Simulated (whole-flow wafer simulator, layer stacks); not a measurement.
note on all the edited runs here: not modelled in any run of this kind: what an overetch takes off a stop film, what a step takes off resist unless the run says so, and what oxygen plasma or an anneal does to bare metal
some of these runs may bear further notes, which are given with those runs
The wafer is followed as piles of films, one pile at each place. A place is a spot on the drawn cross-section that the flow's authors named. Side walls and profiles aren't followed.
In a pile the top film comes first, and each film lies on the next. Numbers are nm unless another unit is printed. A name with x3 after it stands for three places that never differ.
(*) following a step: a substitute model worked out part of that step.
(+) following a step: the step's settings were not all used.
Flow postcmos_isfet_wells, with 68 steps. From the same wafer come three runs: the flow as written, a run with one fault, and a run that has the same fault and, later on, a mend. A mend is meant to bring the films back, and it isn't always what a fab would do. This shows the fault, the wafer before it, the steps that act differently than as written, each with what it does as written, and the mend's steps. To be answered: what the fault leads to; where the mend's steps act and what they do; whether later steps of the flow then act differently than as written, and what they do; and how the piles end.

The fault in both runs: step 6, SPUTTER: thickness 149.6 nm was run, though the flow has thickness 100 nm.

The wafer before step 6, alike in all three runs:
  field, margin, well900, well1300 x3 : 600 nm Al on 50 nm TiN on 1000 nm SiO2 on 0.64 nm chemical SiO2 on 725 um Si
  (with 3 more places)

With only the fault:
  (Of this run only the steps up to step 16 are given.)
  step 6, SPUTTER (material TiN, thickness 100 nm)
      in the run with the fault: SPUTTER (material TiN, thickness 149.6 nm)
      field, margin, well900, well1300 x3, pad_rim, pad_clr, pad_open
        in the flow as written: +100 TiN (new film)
        in the run with the fault: +149.6 TiN (new film)
  Steps later in the flow that act otherwise than as written:
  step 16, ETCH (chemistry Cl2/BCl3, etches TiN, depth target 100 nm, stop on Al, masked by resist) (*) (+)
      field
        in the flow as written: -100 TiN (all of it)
        in the run with the fault: -100 TiN
  The piles after step 16 differ from the flow's at field, margin, well900, well1300 x3, pad_rim, pad_clr, pad_open by more than 2% or 0.5 nm, whichever is larger.
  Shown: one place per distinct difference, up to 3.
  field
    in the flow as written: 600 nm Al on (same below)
    in the run with the fault: 49.6 nm TiN on 600 nm Al on (same below)
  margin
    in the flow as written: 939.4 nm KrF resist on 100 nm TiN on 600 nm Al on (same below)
    in the run with the fault: 939.4 nm KrF resist on 149.6 nm TiN on 600 nm Al on (same below)

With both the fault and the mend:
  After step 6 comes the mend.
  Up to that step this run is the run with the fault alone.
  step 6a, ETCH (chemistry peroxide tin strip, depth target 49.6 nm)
      field, margin, well900, well1300 x3, pad_rim, pad_clr, pad_open
        -49.6 TiN
  None of the later steps of the flow acts differently than as written at any place that is followed.
  At every place that both follow, the piles at the end match the flow's.
